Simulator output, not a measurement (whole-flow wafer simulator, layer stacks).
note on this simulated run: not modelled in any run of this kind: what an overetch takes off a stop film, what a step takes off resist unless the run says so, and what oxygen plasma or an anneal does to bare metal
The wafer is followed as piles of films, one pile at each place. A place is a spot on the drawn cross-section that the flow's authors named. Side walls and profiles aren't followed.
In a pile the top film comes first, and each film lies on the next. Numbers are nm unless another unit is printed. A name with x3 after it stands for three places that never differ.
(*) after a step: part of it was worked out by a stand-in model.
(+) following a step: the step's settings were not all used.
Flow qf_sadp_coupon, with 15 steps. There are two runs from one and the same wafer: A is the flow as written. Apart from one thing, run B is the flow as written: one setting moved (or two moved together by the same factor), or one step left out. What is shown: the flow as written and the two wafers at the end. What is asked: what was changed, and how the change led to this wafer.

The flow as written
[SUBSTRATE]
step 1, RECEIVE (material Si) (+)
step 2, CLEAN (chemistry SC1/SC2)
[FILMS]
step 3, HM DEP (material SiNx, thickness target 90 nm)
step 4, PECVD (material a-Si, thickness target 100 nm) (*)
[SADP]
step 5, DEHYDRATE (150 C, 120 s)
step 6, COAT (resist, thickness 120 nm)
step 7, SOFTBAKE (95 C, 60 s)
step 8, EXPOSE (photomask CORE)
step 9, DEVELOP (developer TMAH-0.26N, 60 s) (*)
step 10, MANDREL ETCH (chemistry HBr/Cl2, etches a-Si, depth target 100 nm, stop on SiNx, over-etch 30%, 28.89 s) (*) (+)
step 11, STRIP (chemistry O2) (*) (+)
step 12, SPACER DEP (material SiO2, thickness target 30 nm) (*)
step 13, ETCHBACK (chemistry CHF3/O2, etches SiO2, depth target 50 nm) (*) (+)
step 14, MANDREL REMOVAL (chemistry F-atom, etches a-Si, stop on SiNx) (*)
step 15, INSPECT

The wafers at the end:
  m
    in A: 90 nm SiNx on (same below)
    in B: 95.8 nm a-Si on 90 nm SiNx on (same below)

Cause: step 14, MANDREL REMOVAL: chemistry F-atom, etches a-Si, stop on SiNx (*), was omitted.

The path from the change to this, step by step:
  (no step that both runs have acts differently)
